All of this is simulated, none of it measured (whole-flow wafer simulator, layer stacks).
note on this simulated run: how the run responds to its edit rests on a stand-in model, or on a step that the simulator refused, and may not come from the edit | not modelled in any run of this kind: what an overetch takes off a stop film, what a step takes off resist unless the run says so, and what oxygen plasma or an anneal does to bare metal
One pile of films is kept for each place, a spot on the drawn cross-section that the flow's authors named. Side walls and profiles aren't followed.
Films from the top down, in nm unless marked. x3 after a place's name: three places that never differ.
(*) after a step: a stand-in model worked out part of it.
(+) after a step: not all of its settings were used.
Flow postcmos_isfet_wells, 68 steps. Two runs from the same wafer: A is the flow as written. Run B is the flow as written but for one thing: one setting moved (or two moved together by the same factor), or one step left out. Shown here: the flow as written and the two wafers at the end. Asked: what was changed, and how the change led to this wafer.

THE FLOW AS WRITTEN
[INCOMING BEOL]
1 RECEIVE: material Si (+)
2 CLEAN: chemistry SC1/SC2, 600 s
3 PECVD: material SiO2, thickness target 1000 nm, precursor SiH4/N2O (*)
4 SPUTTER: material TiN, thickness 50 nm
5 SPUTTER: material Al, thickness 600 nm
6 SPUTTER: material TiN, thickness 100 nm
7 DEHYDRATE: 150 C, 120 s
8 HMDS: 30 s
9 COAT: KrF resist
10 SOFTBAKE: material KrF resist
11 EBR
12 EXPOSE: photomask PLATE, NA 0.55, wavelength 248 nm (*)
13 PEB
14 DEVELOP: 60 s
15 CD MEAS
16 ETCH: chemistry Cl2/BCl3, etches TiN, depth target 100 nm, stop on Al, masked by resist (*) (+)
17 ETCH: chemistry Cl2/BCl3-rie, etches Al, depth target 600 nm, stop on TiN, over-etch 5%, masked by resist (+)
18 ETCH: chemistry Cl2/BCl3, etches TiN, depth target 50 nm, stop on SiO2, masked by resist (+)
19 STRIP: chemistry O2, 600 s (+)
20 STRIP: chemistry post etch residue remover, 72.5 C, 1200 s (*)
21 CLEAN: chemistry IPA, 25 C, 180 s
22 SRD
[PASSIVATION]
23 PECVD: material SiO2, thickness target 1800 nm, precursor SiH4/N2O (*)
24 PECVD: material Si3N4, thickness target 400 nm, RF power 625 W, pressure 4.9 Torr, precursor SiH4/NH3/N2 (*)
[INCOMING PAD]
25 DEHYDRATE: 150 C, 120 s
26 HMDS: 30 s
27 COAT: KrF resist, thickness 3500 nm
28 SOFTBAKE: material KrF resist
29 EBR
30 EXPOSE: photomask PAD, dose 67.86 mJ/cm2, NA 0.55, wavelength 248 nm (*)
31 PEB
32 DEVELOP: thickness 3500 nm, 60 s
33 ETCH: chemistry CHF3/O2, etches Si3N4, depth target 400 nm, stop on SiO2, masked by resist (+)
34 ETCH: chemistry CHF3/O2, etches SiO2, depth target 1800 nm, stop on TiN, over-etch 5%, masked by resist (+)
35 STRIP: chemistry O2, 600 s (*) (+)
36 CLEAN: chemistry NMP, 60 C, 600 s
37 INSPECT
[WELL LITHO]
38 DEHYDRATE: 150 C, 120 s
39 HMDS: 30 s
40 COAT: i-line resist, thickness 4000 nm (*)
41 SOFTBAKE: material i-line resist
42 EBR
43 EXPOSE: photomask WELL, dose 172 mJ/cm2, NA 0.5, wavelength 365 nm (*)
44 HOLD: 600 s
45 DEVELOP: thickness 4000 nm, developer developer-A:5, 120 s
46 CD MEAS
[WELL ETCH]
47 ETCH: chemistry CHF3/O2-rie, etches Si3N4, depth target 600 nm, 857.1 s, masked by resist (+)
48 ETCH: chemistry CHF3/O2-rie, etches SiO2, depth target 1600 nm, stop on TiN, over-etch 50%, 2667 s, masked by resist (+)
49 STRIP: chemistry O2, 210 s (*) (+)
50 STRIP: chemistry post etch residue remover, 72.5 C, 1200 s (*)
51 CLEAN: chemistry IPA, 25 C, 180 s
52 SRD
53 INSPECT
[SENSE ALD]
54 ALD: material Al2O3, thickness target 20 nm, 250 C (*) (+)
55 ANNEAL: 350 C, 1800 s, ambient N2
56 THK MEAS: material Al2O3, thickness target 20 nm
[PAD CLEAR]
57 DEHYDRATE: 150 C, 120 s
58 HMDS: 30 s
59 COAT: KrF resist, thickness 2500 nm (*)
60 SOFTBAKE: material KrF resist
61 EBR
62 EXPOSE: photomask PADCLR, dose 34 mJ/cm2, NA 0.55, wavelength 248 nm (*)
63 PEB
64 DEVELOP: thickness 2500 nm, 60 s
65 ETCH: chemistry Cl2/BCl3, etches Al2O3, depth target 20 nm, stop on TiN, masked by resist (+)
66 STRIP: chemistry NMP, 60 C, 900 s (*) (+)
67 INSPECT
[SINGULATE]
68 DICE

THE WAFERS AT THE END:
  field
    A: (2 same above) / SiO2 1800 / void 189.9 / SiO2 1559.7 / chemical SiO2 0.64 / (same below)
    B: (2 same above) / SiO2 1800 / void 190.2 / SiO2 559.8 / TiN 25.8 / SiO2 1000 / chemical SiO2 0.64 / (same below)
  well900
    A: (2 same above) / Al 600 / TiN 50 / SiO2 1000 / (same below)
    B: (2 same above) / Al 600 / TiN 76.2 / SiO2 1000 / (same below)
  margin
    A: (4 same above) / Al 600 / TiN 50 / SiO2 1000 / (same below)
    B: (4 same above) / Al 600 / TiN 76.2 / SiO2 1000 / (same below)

The cause: step 4, SPUTTER: thickness 76.2 nm was run, where the flow has thickness 50 nm.
It can be read off the wafer: well900 has TiN 76.2, and step 4 as written asks for 50 nm.

How the change led to this, step by step:
  4 SPUTTER: material TiN, thickness 50 nm
      field, margin, well900, well1300 x3, pad_rim, pad_clr, pad_open: A TiN +50 (new film) | B TiN +76.2 (new film)
  18 ETCH: chemistry Cl2/BCl3, etches TiN, depth target 50 nm, stop on SiO2, masked by resist (+)
      field: A TiN -50 (all of it) | B TiN -50
  23 PECVD: material SiO2, thickness target 1800 nm, precursor SiH4/N2O (*)
      field: A SiO2 +1800 (new film), void +189.9 (new film), SiO2 +559.7 | B SiO2 +1800 (new film), void +190.2 (new film), SiO2 +559.8 (new film)
Counting metal films that touch as one body, field has 1 body; the flow as written gives 0 bodies.
